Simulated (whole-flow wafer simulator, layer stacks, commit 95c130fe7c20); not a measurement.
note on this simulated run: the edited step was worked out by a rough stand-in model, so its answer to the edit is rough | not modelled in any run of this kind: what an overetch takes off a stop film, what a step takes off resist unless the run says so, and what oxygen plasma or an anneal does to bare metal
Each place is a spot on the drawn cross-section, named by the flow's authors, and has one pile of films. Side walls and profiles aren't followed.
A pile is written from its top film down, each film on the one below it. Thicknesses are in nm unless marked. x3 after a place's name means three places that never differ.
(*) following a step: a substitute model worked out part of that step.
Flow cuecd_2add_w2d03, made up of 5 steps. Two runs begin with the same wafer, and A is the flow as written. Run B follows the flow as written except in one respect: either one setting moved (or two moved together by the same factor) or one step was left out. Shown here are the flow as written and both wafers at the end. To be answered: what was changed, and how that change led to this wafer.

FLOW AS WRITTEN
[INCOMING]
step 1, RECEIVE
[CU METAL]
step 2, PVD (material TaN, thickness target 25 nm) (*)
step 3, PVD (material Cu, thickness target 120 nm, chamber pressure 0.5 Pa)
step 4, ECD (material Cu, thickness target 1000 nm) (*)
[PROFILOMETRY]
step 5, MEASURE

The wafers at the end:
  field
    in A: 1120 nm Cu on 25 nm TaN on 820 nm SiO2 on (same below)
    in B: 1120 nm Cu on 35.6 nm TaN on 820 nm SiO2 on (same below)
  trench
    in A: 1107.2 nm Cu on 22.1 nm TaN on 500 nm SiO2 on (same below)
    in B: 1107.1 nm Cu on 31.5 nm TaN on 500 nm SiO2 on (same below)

The reason: step 2, PVD: thickness target 35.6 nm was run, whereas the flow has thickness target 25 nm.
One can read it off the wafer: field has TaN 35.6, and step 2 as written asks for 25 nm.

How this came from the change, step by step:
  step 2, PVD (material TaN, thickness target 25 nm) (*)
      field: A +25 TaN (new film) | B +35.6 TaN (new film)
      trench: A +22.1 TaN (new film) | B +31.5 TaN (new film)
